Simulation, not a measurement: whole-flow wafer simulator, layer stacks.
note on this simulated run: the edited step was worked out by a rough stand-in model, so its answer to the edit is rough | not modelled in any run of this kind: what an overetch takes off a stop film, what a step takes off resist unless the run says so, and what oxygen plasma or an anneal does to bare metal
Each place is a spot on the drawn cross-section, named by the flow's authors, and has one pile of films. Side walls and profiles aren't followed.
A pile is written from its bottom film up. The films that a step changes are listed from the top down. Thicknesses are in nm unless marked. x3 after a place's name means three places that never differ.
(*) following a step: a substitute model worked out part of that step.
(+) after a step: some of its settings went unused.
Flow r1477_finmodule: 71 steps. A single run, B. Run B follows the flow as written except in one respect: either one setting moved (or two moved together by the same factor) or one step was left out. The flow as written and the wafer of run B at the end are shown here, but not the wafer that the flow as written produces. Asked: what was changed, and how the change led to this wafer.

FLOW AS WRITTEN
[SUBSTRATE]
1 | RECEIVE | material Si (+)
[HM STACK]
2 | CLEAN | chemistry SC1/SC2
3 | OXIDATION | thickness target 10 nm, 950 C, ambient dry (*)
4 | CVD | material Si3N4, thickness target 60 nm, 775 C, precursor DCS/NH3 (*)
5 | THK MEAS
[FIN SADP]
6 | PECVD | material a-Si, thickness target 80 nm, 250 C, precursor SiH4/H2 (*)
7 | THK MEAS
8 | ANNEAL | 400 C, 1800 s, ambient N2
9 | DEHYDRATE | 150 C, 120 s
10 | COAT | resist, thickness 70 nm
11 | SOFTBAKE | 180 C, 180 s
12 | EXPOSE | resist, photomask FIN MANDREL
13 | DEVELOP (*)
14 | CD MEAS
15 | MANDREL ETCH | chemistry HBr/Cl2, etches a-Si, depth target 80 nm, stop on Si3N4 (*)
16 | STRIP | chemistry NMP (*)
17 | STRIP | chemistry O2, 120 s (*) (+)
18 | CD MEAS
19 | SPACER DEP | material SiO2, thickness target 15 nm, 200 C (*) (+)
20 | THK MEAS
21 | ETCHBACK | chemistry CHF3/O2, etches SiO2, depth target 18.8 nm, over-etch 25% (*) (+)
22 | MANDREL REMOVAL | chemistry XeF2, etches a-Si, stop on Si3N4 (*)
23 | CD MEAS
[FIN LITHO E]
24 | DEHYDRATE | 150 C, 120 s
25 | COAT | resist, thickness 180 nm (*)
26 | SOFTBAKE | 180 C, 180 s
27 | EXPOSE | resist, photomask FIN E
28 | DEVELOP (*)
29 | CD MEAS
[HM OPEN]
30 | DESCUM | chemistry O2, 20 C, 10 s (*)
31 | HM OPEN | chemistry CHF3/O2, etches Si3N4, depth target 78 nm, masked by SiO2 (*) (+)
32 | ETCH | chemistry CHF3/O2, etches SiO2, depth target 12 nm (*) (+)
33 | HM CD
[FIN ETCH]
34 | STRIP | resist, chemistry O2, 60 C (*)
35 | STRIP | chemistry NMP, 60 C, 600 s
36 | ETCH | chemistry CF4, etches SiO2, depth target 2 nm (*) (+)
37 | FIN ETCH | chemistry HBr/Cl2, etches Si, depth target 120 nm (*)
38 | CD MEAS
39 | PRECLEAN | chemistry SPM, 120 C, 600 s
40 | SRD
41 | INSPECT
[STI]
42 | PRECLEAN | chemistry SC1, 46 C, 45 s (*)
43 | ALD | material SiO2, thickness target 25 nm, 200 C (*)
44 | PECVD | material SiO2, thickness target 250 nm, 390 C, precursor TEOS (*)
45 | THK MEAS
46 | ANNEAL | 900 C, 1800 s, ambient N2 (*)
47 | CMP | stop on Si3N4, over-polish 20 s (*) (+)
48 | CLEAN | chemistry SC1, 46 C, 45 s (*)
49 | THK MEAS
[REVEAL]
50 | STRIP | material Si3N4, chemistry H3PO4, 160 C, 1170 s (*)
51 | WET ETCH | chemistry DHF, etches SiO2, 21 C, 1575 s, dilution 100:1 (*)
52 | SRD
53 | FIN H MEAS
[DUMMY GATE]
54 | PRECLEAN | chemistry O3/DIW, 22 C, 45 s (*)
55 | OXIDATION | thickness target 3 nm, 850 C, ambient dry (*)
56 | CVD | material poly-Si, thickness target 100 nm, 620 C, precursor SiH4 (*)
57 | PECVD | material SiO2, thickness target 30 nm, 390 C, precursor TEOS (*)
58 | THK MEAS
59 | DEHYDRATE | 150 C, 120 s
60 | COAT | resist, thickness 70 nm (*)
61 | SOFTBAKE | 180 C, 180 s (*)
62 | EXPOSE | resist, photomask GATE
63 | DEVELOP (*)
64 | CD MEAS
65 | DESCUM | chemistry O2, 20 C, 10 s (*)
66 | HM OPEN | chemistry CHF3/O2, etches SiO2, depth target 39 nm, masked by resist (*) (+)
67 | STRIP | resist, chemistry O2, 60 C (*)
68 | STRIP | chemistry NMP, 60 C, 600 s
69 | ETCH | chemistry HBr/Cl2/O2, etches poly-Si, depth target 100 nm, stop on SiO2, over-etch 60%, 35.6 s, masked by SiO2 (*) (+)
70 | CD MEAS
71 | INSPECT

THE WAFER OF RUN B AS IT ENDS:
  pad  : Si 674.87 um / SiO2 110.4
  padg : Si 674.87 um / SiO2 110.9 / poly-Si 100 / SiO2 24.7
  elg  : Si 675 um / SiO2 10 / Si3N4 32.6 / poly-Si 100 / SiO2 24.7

The reason: step 51, WET ETCH: 18.73 C was run, while the flow as written has 21 C.

Step by step, how the change led to this:
  51 | WET ETCH | chemistry DHF, etches SiO2, 21 C, 1575 s, dilution 100:1 (*)
      pad, padg, e40sg and 12 more: SiO2 loses 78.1 (in the flow as written it would be: SiO2 loses 85.7)
      elg, e40lg, e100lg, e200lg, elo, e40lo, e100lo, e200lo: SiO2 loses 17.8 (all of it), Si3N4 loses 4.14 (in the flow as written it would be: SiO2 loses 17.8 (all of it), Si3N4 loses 4.97)
      (as well as at 7 more places)
  56 | CVD | material poly-Si, thickness target 100 nm, 620 C, precursor SiH4 (*)
      s40cg, s40co: poly-Si gains 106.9 (new film) (in the flow as written it would be: poly-Si gains 113.9 (new film))
      s45cg, s45co: poly-Si gains 106.3 (new film) (in the flow as written it would be: poly-Si gains 113.4 (new film))
      (as well as at 3 more places)
  60 | COAT | resist, thickness 70 nm (*)
      e40sg, eso, e40so: resist gains 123 (new film) (in the flow as written it would be: resist gains 129.5 (new film))
      e100sg, e100so: resist gains 123 (new film) (in the flow as written it would be: resist gains 129.4 (new film))
      (as well as at 8 more places)
  63 | DEVELOP (*)
      eso, e40so: resist loses 123 (all of it) (in the flow as written it would be: resist loses 129.5 (all of it))
      e100so: resist loses 123 (all of it) (in the flow as written it would be: resist loses 129.4 (all of it))
      (as well as at 4 more places)
  67 | STRIP | resist, chemistry O2, 60 C (*)
      e40sg: resist loses 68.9 (all of it) (in the flow as written it would be: resist loses 75.4 (all of it))
      e100sg: resist loses 68.9 (all of it) (in the flow as written it would be: resist loses 75.3 (all of it))
      (as well as at 4 more places)
  69 | ETCH | chemistry HBr/Cl2/O2, etches poly-Si, depth target 100 nm, stop on SiO2, over-etch 60%, 35.6 s, masked by SiO2 (*) (+)
      s40co: chemical SiO2 loses 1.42 (all of it), poly-Si loses 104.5 (all of it), SiO2 loses 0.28 (in the flow as written it would be: chemical SiO2 loses 1.46 (all of it), poly-Si loses 111.5 (all of it), SiO2 loses 0.24)
      s45co: chemical SiO2 loses 1.42 (all of it), poly-Si loses 103.9 (all of it), SiO2 loses 0.28 (in the flow as written it would be: chemical SiO2 loses 1.46 (all of it), poly-Si loses 110.9 (all of it), SiO2 loses 0.25)
      (as well as at 1 more place)
